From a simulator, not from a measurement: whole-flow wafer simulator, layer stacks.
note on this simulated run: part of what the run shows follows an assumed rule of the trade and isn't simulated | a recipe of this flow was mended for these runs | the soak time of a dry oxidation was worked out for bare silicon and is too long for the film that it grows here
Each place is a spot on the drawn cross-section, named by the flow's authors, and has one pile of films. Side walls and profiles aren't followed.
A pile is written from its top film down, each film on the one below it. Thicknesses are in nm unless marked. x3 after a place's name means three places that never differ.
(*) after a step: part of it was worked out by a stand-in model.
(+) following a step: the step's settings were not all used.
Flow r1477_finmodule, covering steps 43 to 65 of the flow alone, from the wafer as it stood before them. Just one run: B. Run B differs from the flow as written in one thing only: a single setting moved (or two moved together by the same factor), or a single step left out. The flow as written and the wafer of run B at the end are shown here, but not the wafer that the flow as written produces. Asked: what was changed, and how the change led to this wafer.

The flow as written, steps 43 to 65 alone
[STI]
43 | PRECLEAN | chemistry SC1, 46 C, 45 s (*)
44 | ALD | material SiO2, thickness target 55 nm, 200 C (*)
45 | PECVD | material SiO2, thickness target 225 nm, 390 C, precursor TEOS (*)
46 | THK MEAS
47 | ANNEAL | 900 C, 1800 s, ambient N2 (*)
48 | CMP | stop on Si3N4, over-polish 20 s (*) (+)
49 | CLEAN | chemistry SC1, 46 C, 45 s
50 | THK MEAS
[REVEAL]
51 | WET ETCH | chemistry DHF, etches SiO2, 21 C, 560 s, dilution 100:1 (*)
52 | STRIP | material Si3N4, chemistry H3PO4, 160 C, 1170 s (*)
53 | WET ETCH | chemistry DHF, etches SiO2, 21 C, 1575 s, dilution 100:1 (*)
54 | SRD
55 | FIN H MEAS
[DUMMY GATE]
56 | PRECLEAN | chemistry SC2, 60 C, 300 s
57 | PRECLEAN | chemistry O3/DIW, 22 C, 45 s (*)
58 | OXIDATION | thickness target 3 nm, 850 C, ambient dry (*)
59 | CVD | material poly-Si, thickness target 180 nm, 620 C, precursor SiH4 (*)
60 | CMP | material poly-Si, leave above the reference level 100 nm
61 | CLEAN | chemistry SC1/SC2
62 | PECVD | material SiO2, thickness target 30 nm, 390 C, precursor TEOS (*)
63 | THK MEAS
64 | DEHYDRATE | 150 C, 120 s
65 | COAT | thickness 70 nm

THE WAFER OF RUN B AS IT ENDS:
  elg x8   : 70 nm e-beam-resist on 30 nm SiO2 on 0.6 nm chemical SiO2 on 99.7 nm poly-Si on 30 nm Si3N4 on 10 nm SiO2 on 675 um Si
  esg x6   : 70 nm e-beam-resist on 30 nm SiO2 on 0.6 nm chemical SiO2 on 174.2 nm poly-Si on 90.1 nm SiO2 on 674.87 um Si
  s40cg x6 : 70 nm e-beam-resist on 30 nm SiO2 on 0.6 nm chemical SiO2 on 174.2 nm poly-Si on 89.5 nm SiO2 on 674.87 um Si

The reason: step 51, WET ETCH: 358 s was run, while the flow as written has 560 s.

How this came from the change, step by step:
  51 | WET ETCH | chemistry DHF, etches SiO2, 21 C, 560 s, dilution 100:1 (*)
      elg x8: -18 SiO2 (in the flow as written it would be: -22.3 SiO2 (all of it), -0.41 Si3N4)
      esg x6, e200sg x2, s40cg x6, s40sg x6: -18 SiO2 (in the flow as written it would be: -28.1 SiO2)
      (and at 8 other places as well)
  52 | STRIP | material Si3N4, chemistry H3PO4, 160 C, 1170 s (*)
      elg x8: -4.31 SiO2 (all of it) (in the flow as written it would be: -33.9 Si3N4 (all of it), -2.15 SiO2)
  53 | WET ETCH | chemistry DHF, etches SiO2, 21 C, 1575 s, dilution 100:1 (*)
      elg x8: -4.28 Si3N4 (in the flow as written it would be: -7.85 SiO2 (all of it))
  57 | PRECLEAN | chemistry O3/DIW, 22 C, 45 s (*)
      elg x8: nothing (in the flow as written it would be: +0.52 chemical SiO2, -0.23 Si)
  58 | OXIDATION | thickness target 3 nm, 850 C, ambient dry (*)
      elg x8: nothing (in the flow as written it would be: +3 SiO2 (new film), -0.85 chemical SiO2 (all of it), -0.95 Si)
  59 | CVD | material poly-Si, thickness target 180 nm, 620 C, precursor SiH4 (*)
      s40cg x6, s40sg x6: +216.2 poly-Si (new film) (in the flow as written it would be: +226.3 poly-Si (new film))
      esg x6: +254.5 poly-Si (new film) (in the flow as written it would be: +226.3 poly-Si (new film))
      (and at 2 other places as well)
  60 | CMP | material poly-Si, leave above the reference level 100 nm
      pad x2: nothing (in the flow as written it would be: -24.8 poly-Si)
      s40cg x6, s40sg x6, s40sg_line x6: -41.7 poly-Si (in the flow as written it would be: -80 poly-Si)
      (and at 2 other places as well)
